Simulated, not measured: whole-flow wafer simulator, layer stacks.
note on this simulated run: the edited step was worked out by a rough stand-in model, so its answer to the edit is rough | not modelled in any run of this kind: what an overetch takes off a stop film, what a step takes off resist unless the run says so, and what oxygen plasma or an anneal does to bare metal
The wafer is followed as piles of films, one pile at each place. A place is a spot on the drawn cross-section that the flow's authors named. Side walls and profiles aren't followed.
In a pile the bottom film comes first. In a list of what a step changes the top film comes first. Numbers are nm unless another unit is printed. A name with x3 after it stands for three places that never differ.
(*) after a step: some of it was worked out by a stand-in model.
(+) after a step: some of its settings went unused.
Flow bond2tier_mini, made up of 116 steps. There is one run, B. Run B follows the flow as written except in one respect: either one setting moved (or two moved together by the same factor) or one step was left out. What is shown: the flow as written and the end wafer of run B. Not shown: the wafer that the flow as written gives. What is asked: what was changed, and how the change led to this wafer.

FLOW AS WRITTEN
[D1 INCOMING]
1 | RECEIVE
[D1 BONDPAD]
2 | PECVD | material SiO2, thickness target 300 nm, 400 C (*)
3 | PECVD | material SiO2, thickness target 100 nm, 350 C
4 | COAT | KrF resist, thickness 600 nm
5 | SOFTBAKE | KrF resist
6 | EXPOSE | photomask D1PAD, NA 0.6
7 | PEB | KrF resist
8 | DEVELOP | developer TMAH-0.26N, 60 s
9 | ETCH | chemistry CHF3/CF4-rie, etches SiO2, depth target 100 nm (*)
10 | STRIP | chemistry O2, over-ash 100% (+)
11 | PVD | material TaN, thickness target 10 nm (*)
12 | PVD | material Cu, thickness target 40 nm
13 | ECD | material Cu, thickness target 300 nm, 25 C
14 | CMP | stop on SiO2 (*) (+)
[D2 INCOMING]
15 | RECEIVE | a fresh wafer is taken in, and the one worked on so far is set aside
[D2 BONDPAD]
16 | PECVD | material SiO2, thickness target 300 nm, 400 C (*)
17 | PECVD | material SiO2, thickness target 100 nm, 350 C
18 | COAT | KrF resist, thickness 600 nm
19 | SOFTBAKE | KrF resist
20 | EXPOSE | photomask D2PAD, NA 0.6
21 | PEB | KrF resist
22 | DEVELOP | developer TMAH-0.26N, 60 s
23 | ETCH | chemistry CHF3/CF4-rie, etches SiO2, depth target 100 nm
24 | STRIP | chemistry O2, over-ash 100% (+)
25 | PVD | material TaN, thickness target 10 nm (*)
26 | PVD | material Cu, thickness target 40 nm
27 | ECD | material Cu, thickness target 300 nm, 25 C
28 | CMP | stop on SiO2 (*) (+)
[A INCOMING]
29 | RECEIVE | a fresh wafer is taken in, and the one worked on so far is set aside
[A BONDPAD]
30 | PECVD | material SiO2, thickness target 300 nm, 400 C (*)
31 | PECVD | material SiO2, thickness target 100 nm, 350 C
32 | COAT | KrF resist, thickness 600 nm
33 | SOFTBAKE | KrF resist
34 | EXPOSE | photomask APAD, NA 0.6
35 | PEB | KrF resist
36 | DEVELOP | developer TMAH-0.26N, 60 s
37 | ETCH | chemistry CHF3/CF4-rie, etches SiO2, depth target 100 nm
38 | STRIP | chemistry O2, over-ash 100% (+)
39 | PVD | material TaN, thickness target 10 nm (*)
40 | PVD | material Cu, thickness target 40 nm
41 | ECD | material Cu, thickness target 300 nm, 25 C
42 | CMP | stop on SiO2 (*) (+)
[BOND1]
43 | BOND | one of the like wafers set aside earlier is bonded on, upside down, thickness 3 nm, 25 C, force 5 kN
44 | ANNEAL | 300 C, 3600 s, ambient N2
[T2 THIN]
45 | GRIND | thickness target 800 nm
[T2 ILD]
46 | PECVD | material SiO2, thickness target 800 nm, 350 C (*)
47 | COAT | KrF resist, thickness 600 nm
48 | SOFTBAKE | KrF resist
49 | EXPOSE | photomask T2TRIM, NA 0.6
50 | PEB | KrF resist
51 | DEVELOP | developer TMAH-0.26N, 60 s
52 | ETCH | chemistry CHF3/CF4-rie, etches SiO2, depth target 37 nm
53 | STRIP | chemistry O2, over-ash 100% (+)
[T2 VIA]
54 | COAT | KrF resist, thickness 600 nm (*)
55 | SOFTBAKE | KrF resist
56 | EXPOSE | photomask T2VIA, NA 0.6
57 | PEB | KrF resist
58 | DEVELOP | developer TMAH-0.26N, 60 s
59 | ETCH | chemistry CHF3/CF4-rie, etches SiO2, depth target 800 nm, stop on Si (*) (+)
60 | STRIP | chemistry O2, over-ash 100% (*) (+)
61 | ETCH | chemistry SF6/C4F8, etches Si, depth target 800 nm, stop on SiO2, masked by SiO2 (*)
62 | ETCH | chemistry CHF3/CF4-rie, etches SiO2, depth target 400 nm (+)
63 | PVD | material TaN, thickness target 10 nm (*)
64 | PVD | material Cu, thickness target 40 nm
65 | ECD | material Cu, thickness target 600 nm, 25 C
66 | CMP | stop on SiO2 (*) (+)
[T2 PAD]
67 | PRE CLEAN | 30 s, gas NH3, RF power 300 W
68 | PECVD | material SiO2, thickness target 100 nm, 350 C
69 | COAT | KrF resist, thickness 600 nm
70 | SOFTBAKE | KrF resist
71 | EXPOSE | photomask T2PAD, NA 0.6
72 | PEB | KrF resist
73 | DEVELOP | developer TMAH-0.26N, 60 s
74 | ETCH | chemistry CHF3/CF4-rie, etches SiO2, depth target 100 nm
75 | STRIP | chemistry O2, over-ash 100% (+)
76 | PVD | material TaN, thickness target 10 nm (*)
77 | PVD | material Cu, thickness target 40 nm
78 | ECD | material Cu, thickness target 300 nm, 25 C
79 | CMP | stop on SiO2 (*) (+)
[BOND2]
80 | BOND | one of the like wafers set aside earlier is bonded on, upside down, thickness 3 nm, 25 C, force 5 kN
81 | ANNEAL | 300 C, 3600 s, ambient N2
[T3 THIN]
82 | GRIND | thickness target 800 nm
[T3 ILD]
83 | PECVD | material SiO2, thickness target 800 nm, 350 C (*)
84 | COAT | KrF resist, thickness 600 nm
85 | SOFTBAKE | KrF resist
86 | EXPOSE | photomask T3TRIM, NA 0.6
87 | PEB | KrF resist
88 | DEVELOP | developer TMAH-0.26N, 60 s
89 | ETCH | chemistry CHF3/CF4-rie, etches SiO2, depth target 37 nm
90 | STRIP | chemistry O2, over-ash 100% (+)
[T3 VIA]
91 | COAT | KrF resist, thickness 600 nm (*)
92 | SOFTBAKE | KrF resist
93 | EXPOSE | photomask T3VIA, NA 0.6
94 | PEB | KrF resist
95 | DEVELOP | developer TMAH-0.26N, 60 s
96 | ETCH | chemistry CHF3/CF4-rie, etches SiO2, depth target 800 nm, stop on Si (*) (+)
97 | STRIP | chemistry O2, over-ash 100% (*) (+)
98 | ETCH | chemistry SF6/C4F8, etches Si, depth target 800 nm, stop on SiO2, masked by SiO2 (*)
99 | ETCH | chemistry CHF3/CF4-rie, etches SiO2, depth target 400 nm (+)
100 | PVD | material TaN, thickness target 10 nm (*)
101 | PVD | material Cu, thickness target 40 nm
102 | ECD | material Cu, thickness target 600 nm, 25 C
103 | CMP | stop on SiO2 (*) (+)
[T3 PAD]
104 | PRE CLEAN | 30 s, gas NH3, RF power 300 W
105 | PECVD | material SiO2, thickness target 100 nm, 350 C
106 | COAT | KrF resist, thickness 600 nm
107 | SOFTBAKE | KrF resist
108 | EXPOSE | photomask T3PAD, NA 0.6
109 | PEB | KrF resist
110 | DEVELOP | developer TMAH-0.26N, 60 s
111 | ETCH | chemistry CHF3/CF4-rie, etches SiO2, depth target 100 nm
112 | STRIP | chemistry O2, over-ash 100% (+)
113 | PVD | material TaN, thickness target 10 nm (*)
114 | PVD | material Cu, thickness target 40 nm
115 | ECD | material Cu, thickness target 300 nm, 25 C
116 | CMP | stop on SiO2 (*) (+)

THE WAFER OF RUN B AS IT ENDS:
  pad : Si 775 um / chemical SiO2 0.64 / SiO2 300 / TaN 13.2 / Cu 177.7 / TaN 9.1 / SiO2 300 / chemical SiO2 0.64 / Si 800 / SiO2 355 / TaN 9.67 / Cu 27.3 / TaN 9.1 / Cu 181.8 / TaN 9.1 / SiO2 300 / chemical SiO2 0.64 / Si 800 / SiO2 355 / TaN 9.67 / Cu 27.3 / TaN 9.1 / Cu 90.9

The reason: step 39, PVD: thickness target 14.5 nm was run, though the flow has thickness target 10 nm.

Step by step, how the change led to this:
  39 | PVD | material TaN, thickness target 10 nm (*)
      field: +14.5 TaN (new film) (it would be, as written: +10 TaN (new film))
      pad: +13.2 TaN (new film) (it would be, as written: +9.1 TaN (new film))
      (and at 1 other place as well)
  42 | CMP | stop on SiO2 (*) (+)
      field: -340 Cu (all of it), -14.5 TaN (all of it) (it would be, as written: -340 Cu (all of it), -10 TaN (all of it))
